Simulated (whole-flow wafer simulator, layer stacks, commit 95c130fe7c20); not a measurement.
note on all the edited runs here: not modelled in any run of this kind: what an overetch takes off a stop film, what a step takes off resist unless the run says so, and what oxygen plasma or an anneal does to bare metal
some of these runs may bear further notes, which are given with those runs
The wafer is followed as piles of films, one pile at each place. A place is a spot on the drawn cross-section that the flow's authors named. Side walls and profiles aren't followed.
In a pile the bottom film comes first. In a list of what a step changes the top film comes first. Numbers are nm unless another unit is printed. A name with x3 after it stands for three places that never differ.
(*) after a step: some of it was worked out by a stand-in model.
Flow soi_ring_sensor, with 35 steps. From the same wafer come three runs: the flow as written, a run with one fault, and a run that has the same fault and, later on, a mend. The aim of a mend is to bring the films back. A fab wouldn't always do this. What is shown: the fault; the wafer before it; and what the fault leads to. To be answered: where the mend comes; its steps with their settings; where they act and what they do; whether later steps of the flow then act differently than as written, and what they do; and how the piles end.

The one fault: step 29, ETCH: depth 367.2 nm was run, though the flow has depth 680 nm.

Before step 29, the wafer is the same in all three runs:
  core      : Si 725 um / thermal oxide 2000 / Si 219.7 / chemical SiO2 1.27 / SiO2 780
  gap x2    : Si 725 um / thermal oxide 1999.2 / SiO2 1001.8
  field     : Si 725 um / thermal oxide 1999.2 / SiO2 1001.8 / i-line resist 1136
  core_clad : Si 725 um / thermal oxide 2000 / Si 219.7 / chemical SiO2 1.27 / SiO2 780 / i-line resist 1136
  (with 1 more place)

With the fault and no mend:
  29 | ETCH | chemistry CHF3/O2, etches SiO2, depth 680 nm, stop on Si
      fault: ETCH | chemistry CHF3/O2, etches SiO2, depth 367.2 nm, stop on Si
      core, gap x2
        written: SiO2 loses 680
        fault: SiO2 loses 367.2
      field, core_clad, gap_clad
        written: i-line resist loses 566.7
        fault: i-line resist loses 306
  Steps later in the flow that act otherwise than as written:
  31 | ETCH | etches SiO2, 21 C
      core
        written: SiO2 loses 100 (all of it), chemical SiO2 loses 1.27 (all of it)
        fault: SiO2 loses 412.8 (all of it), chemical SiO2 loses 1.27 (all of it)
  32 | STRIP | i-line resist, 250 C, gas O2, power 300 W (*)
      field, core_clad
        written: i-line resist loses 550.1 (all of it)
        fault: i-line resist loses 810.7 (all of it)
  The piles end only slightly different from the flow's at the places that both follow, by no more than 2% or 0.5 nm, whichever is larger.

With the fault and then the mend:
  The mend follows step 29.
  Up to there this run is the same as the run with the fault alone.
  29a | ETCH | chemistry CHF3/O2, etches SiO2, depth 312.8 nm, stop on Si (the flow's step 29 again, with other settings)
      core, gap x2
        SiO2 loses 312.8
      field, core_clad, gap_clad
        i-line resist loses 260.7
  None of the later steps of the flow acts differently than as written at any place that is followed.
  The piles end the same as the flow's at every place that both follow.
